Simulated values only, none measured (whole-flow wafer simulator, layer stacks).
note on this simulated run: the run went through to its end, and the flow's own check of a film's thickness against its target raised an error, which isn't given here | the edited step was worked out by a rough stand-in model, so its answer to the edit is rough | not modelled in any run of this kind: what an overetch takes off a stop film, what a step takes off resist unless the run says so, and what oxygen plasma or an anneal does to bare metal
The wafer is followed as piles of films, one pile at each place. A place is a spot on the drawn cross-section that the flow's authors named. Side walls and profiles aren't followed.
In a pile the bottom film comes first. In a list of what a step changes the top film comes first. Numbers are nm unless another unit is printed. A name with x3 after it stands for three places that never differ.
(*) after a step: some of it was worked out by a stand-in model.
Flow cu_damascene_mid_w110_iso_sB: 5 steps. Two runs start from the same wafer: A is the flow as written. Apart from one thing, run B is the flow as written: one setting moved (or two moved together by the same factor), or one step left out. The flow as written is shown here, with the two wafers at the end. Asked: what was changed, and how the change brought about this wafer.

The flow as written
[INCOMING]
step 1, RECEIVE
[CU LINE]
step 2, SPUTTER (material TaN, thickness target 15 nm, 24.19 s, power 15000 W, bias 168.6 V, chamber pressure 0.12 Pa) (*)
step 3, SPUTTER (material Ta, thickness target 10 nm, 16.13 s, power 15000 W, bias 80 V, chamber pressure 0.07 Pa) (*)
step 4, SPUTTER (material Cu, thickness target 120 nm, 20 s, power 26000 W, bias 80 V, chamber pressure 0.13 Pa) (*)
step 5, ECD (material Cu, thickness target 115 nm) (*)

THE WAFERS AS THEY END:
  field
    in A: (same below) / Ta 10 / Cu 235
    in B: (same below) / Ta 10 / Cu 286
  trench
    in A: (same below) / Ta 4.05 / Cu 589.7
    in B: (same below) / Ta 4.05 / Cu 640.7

What caused this: step 4, SPUTTER: thickness target 171 nm was run, while the flow as written has thickness target 120 nm; step 4, SPUTTER: 28.5 s was run, where the flow has 20 s.

Step by step, how the change led to this:
  step 4, SPUTTER (material Cu, thickness target 120 nm, 20 s, power 26000 W, bias 80 V, chamber pressure 0.13 Pa) (*)
      field: A Cu gains 120 (new film) | B Cu gains 171 (new film)
      trench: A Cu gains 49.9 (new film) | B Cu gains 71.1 (new film)
  step 5, ECD (material Cu, thickness target 115 nm) (*)
      trench: A Cu gains 539.8 | B Cu gains 569.6
